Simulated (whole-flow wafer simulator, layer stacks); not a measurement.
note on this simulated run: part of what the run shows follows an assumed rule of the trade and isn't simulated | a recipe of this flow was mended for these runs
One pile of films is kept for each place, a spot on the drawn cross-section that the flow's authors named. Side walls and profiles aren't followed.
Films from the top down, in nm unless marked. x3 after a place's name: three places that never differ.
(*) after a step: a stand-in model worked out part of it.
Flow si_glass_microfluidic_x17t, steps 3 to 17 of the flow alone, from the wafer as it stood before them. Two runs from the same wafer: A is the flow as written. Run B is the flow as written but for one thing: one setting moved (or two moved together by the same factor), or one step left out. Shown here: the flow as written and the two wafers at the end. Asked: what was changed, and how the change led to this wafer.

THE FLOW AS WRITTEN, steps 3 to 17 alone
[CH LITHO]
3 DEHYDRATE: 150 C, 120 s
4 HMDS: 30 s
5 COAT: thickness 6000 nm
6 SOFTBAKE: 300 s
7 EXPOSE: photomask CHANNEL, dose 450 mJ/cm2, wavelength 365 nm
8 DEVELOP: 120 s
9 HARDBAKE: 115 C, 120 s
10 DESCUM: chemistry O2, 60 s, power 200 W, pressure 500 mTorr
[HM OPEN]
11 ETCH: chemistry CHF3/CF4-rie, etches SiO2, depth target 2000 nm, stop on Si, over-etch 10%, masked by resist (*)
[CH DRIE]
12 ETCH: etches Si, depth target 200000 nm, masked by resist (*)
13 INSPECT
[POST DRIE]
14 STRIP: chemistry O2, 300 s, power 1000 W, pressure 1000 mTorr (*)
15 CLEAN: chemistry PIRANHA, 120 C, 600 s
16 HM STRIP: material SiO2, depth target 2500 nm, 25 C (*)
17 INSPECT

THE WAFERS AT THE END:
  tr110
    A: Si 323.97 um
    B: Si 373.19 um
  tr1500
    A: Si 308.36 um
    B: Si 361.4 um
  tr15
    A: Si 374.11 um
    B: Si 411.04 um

The cause: step 11, ETCH: depth target 1520 nm was run, where the flow has depth target 2000 nm.

How the change led to this, step by step:
  11 ETCH: chemistry CHF3/CF4-rie, etches SiO2, depth target 2000 nm, stop on Si, over-etch 10%, masked by resist (*)
      tr110, tr1500, tr15: A SiO2 -2000 (all of it), Si -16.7 | B SiO2 -1672
      land: A thick-i-line-resist -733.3 | B thick-i-line-resist -557.3
  12 ETCH: etches Si, depth target 200000 nm, masked by resist (*)
      tr110: A Si -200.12 um | B SiO2 -328 (all of it), Si -150.92 um
      tr1500: A Si -215.73 um | B SiO2 -328 (all of it), Si -162.71 um
      (and at 1 more place)
  14 STRIP: chemistry O2, 300 s, power 1000 W, pressure 1000 mTorr (*)
      land: A thick-i-line-resist -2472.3 (all of it) | B thick-i-line-resist -2648 (all of it)
